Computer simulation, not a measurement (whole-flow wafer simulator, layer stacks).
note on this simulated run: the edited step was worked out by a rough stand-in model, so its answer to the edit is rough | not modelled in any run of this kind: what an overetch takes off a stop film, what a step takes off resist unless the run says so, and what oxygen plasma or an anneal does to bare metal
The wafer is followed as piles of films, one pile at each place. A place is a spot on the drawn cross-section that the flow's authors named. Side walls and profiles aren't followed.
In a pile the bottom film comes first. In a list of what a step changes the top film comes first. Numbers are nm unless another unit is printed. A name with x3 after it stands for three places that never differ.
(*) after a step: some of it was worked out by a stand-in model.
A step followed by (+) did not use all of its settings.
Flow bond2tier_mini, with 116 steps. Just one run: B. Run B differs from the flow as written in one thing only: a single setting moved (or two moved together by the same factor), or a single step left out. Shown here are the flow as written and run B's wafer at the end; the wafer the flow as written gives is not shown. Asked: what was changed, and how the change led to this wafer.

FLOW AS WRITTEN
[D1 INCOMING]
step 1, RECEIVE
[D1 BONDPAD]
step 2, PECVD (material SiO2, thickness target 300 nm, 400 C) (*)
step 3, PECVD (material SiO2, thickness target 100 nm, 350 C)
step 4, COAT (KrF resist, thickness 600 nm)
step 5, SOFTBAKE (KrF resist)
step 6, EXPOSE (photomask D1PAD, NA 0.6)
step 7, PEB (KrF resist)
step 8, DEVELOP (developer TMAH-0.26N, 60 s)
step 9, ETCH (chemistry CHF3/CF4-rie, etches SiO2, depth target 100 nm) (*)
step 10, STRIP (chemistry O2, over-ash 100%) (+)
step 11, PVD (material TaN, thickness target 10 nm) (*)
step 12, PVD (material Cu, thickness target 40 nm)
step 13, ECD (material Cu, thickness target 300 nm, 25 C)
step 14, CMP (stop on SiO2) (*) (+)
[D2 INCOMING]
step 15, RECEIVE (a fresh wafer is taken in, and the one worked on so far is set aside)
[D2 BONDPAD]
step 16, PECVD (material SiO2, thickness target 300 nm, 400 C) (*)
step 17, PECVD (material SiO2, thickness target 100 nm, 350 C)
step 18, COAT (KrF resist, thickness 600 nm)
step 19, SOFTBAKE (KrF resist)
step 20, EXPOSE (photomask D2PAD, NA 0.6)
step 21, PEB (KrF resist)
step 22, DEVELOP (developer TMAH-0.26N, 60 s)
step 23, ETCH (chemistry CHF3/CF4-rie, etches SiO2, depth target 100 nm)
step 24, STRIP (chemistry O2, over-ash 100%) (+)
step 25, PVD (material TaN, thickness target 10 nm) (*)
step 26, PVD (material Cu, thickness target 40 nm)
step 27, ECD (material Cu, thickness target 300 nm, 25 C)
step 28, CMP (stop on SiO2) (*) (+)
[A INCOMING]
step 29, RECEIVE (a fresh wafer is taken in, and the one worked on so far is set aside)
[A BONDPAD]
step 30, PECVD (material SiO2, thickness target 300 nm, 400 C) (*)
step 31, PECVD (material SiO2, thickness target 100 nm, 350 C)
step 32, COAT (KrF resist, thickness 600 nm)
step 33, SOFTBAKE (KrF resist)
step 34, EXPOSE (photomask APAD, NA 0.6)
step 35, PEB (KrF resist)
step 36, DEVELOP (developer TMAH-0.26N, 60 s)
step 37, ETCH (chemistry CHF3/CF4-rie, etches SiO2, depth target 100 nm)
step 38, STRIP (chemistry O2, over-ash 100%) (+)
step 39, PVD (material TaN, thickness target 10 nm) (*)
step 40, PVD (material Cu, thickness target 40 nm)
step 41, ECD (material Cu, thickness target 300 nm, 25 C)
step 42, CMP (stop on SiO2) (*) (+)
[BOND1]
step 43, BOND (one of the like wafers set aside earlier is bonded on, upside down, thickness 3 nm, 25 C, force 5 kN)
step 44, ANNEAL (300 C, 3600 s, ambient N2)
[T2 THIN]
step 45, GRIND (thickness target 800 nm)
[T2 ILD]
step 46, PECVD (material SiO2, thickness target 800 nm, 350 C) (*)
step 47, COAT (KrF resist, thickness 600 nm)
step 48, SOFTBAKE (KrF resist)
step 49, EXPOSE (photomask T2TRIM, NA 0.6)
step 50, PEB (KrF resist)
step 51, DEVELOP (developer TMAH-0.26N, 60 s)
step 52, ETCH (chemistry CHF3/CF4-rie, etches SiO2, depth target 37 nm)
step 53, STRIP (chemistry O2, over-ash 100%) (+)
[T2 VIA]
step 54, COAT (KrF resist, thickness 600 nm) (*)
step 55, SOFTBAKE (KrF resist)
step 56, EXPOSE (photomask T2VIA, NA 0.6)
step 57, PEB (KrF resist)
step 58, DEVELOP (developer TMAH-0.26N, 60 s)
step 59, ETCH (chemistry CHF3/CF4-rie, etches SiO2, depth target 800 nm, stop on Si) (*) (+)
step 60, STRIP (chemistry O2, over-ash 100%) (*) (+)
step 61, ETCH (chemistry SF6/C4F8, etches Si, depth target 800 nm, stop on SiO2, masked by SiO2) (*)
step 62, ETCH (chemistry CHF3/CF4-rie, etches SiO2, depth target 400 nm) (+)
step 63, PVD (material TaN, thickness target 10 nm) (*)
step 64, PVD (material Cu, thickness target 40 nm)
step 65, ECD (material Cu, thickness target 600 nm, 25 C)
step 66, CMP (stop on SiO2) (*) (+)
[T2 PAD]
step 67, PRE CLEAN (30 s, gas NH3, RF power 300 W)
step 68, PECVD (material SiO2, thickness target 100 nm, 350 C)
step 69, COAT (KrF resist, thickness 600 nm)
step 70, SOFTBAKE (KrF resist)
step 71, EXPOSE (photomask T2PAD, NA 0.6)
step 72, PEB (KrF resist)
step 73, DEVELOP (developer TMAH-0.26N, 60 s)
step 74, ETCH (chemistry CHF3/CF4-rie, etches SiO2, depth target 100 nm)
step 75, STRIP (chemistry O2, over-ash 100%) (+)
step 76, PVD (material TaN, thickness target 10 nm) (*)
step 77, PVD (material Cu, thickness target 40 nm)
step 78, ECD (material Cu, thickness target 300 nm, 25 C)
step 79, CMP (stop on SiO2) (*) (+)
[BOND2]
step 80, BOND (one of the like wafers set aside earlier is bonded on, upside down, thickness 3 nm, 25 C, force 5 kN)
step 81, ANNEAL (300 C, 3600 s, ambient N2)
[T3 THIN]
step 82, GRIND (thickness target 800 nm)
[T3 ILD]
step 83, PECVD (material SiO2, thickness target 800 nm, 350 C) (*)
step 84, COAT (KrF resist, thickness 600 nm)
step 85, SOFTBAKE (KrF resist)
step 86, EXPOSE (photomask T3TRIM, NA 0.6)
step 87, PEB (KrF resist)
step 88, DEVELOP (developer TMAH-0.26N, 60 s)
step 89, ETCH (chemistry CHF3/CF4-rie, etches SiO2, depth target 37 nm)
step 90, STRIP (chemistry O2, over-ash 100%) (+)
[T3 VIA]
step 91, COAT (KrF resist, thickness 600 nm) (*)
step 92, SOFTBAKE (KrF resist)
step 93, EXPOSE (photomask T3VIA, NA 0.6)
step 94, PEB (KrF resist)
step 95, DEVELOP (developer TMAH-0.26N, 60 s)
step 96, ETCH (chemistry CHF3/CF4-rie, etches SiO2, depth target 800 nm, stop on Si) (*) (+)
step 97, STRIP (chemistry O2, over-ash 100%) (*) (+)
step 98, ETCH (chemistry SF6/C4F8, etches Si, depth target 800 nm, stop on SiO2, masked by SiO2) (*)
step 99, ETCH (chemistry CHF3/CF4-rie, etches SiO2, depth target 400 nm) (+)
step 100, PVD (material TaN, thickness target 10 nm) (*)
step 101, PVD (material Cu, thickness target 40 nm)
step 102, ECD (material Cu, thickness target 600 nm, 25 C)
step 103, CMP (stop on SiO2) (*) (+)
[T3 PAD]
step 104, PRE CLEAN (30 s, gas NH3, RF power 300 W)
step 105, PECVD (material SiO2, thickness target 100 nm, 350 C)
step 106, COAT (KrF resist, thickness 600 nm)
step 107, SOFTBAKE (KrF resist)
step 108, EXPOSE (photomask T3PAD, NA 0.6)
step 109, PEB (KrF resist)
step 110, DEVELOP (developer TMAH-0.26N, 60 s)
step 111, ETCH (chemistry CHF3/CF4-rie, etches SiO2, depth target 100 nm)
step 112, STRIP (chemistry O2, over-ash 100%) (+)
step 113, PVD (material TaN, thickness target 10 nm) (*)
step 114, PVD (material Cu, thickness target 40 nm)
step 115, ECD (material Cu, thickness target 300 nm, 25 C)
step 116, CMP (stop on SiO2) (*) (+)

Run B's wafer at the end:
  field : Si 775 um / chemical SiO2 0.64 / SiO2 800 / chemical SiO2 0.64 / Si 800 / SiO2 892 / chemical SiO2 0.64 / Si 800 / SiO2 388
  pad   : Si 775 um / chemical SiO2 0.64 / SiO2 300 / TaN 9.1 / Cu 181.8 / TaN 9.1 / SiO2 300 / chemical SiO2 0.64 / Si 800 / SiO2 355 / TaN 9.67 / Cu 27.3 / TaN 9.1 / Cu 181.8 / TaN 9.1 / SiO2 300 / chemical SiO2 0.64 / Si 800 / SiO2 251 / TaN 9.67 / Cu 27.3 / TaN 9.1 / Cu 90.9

What caused this: step 83, PECVD: thickness target 696 nm was run, while the flow as written has thickness target 800 nm.

The path from the change to this, step by step:
  step 83, PECVD (material SiO2, thickness target 800 nm, 350 C) (*)
      field, pad: SiO2 gains 696 (new film) (as written it would have been: SiO2 gains 800 (new film))
